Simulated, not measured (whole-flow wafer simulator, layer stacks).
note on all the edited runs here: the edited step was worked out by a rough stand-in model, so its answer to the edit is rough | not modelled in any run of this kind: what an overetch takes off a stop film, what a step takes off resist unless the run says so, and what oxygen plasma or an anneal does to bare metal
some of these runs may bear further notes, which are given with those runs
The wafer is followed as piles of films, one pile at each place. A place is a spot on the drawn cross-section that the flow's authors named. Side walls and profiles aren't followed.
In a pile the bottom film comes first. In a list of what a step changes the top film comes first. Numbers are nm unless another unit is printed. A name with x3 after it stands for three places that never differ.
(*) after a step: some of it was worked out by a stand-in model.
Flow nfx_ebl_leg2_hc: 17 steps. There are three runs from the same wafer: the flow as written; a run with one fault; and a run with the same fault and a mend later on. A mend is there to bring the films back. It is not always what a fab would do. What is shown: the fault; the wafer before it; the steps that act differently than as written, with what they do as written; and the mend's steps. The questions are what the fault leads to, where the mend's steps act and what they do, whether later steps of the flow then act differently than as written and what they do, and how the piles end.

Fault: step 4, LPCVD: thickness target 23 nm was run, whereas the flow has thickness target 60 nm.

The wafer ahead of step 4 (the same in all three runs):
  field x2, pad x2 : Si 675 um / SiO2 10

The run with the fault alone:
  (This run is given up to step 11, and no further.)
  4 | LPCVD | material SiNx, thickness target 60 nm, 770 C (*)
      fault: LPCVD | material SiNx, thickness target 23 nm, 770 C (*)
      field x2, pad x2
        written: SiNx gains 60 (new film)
        fault: SiNx gains 23 (new film)
  Later steps of the flow up to step 11 that are run all act as written at every place that is followed.
  Once step 11 is done, the piles at field x2, pad x2 depart from the flow's by more than 2% or 0.5 nm, whichever is larger.
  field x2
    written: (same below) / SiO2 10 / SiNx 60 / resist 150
    fault: (same below) / SiO2 10 / SiNx 23 / resist 150
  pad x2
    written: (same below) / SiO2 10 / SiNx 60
    fault: (same below) / SiO2 10 / SiNx 23

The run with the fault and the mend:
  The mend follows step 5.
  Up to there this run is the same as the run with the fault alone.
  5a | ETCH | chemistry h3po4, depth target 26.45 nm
      field x2, pad x2
        SiNx loses 23 (all of it)
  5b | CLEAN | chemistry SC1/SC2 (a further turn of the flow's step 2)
      does not change any film at any place that is followed
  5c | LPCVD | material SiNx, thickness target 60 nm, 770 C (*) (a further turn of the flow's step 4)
      field x2, pad x2
        SiNx gains 60 (new film)
  Later steps of the flow that are run all act as written at every place that is followed.
  The piles end the same as the flow's at every place that both follow.
